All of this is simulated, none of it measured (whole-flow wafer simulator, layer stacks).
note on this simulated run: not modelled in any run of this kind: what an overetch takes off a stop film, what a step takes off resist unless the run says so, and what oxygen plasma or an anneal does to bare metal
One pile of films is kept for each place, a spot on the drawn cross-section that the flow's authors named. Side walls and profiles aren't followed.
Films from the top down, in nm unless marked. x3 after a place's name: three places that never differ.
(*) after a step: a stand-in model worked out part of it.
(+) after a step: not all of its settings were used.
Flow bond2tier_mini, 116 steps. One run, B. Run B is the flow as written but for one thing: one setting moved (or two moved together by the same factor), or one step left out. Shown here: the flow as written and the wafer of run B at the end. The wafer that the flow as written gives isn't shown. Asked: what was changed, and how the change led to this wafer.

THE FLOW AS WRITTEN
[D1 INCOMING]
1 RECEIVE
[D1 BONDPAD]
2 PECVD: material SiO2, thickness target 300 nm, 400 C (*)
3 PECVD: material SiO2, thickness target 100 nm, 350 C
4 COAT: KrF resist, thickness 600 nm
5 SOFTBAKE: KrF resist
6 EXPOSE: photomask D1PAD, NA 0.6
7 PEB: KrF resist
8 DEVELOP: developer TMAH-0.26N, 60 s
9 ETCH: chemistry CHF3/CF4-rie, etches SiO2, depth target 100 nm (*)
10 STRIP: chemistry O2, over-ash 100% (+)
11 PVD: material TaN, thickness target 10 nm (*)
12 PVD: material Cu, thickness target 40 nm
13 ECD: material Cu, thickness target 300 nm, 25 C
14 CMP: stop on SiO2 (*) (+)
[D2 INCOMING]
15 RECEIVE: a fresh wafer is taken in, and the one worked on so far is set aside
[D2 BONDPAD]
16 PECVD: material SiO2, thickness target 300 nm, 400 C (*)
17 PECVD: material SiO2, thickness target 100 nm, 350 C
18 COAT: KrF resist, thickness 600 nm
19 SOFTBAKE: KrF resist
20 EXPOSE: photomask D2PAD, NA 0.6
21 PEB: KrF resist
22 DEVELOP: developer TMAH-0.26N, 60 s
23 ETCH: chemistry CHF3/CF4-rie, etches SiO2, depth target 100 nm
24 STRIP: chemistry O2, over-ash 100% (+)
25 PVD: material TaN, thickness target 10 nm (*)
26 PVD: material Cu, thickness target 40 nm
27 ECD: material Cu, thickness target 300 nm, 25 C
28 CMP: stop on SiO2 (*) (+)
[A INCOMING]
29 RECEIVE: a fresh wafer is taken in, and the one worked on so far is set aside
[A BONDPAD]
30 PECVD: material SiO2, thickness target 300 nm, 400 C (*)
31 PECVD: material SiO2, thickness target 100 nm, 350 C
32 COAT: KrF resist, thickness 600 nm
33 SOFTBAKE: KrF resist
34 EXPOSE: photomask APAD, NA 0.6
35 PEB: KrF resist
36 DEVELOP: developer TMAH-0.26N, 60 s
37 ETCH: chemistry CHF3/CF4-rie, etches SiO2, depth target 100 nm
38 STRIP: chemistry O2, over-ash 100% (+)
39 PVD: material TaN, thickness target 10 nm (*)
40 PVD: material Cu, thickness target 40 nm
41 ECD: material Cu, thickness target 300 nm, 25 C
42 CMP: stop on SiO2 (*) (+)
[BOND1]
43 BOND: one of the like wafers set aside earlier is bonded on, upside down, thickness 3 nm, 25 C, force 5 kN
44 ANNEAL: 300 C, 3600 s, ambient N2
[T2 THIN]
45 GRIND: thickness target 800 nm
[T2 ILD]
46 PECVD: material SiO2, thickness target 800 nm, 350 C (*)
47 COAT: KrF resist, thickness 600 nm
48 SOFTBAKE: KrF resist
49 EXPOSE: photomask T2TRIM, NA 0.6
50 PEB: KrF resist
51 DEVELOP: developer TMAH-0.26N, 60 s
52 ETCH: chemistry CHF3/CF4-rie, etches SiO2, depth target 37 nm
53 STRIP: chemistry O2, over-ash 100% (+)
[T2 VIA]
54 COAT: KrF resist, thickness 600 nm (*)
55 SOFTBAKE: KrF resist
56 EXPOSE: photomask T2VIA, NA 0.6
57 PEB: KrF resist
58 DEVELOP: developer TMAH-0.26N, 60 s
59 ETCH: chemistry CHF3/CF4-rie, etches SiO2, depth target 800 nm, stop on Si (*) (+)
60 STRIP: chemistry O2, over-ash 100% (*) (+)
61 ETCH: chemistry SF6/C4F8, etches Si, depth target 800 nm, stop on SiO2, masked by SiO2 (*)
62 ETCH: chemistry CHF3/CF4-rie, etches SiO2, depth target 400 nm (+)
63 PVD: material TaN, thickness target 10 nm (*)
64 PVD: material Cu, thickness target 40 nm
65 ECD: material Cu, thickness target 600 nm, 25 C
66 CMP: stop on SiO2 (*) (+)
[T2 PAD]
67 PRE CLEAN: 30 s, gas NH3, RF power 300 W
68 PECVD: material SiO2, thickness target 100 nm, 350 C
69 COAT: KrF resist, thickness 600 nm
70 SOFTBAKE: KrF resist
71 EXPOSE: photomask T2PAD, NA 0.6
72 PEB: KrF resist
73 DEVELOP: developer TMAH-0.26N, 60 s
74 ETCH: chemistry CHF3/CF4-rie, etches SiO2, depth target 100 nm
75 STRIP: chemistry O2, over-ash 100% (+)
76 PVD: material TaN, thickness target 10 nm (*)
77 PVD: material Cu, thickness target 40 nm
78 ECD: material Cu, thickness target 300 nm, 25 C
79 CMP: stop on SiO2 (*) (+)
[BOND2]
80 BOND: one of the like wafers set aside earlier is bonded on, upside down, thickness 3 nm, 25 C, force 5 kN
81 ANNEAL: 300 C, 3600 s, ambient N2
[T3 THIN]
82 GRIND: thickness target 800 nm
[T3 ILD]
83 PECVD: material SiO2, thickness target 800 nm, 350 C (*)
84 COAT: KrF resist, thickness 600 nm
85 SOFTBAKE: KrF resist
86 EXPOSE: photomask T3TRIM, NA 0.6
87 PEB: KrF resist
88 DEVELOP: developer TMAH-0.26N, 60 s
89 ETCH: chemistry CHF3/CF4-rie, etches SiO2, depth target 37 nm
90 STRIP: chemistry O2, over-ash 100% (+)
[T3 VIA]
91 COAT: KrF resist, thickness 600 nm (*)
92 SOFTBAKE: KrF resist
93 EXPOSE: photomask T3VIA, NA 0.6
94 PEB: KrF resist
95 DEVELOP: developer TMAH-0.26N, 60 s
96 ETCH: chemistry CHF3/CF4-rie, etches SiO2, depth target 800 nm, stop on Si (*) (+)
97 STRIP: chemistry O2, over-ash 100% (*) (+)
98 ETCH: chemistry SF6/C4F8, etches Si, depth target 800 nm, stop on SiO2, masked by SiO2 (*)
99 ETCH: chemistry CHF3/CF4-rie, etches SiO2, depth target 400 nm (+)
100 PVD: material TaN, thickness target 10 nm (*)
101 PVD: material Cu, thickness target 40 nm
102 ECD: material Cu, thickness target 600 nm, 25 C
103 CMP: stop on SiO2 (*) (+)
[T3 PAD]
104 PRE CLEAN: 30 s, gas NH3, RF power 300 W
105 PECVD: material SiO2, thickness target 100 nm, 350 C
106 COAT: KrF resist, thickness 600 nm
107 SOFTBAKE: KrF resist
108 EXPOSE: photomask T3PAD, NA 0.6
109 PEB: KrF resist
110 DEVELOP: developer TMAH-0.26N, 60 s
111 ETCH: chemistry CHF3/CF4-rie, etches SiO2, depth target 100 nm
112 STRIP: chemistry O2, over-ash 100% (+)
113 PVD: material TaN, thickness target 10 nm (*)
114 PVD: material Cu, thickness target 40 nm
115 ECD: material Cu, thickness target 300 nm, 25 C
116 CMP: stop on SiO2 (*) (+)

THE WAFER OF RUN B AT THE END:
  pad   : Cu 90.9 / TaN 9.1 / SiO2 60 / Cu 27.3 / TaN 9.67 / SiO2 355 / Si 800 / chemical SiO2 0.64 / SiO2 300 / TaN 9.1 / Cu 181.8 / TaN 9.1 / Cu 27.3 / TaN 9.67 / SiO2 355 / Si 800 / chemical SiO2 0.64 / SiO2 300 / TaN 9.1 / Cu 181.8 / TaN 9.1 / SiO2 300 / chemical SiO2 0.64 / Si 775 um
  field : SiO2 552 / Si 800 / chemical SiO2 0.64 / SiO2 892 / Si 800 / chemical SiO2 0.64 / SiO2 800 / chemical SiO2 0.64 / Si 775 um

The cause: step 105, PECVD: thickness target 160 nm was run, where the flow has thickness target 100 nm.

How the change led to this, step by step:
  105 PECVD: material SiO2, thickness target 100 nm, 350 C
      field: SiO2 +160 (as written it would be: SiO2 +100)
      pad: SiO2 +160 (new film) (as written it would be: SiO2 +100 (new film))
  111 ETCH: chemistry CHF3/CF4-rie, etches SiO2, depth target 100 nm
      pad: SiO2 -100 (as written it would be: SiO2 -100 (all of it))
Counting metal films that touch as one body, pad has 4 bodies (between them, from the top down: SiO2 60; SiO2 355 / Si 800 / chemical SiO2 0.64 / SiO2 300; SiO2 355 / Si 800 / chemical SiO2 0.64 / SiO2 300); the flow as written gives 3 bodies (between them, from the top down: SiO2 355 / Si 800 / chemical SiO2 0.64 / SiO2 300; SiO2 355 / Si 800 / chemical SiO2 0.64 / SiO2 300).
